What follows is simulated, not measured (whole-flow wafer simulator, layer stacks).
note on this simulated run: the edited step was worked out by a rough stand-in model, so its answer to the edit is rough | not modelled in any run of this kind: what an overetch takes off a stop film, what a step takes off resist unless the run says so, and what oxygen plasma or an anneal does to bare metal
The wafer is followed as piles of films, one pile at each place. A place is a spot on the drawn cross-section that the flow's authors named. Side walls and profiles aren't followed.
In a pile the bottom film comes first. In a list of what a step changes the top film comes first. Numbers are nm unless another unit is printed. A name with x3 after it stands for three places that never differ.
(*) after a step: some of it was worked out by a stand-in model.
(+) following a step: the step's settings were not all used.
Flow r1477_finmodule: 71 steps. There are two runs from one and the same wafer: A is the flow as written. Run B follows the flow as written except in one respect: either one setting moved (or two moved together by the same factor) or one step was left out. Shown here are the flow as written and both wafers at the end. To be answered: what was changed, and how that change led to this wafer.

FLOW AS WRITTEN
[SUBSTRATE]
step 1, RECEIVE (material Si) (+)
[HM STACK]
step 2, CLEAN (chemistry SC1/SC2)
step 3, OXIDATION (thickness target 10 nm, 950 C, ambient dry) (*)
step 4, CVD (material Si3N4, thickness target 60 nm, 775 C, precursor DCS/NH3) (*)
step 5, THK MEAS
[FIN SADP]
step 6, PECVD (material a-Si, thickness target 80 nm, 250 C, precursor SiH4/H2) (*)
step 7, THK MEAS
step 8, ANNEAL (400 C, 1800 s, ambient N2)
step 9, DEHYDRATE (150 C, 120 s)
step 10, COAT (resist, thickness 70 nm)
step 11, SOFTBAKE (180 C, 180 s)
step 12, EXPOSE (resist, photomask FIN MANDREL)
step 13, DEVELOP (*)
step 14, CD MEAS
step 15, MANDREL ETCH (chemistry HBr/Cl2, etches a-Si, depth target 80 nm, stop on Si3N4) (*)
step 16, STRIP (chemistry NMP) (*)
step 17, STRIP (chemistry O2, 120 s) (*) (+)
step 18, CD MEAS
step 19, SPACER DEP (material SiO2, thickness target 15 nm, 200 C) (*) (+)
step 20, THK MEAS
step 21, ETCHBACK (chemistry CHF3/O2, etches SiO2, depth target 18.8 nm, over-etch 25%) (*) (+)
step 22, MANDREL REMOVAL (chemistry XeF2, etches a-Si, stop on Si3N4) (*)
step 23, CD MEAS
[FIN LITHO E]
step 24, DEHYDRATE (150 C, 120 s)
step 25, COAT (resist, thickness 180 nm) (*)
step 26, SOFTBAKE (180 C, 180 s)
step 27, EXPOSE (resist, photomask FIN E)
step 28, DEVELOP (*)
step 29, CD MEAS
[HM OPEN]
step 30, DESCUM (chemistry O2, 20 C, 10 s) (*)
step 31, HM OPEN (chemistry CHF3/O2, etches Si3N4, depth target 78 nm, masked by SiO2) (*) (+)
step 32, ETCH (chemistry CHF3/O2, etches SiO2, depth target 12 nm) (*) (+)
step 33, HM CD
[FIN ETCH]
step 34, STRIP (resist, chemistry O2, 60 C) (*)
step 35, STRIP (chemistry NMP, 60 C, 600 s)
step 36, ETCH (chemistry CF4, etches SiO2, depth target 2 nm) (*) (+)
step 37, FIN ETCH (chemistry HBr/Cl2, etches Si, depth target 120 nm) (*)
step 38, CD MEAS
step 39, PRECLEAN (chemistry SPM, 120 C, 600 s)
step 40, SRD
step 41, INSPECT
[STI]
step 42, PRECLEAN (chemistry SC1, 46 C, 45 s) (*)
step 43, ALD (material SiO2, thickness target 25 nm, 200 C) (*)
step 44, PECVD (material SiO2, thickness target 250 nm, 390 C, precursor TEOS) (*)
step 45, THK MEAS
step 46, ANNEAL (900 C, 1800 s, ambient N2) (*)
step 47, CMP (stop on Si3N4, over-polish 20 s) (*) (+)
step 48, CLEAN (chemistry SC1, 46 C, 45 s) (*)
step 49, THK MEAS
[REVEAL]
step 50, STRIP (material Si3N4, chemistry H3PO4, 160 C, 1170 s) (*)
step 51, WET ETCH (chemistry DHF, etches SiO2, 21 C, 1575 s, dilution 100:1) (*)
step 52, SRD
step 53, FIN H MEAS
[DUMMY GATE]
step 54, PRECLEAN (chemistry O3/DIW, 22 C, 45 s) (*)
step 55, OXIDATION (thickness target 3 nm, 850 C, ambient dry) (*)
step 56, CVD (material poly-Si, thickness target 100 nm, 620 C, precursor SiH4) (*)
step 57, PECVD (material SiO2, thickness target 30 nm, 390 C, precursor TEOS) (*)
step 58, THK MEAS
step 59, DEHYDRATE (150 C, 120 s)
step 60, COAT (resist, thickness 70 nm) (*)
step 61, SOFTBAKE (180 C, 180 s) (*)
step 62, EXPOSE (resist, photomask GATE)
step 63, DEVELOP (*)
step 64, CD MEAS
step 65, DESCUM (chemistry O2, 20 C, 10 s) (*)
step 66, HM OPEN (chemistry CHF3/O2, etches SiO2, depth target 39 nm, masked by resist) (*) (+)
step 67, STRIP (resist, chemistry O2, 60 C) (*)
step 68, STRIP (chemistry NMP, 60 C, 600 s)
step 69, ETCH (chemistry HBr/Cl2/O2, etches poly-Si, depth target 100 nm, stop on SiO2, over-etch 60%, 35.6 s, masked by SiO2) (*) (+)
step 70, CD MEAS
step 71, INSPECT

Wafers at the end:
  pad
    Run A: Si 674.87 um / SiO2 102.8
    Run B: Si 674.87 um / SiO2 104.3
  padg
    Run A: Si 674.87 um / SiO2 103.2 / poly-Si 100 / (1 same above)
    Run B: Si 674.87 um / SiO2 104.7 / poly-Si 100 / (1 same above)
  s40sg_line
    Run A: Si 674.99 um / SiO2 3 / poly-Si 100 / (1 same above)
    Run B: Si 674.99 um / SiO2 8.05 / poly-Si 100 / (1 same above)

The reason: step 55, OXIDATION: 935 C was run, whereas the flow has 850 C.

The path from the change to this, step by step:
  step 55, OXIDATION (thickness target 3 nm, 850 C, ambient dry) (*)
      pad, padg, e40sg and 11 more: A +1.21 SiO2, -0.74 chemical SiO2 (all of it), -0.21 Si | B +2.7 SiO2, -0.74 chemical SiO2 (all of it), -0.86 Si
      s40cg, s45cg, s50cg, s40co, s45co, s50co: A +1.2 SiO2, -0.74 chemical SiO2 (all of it), -0.2 Si | B +2.65 SiO2, -0.74 chemical SiO2 (all of it), -0.84 Si
      (as well as at 8 more places)
  step 60, COAT (resist, thickness 70 nm) (*)
      s40sg, s40so: A +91 resist (new film) | B +92.9 resist (new film)
  step 63, DEVELOP (*)
      s40so: A -91 resist (all of it) | B -92.9 resist (all of it)
  step 67, STRIP (resist, chemistry O2, 60 C) (*)
      s40sg: A -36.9 resist (all of it) | B -38.8 resist (all of it)
      s45sg: A -36.9 resist (all of it) | B -38.7 resist (all of it)
      (as well as at 1 more place)
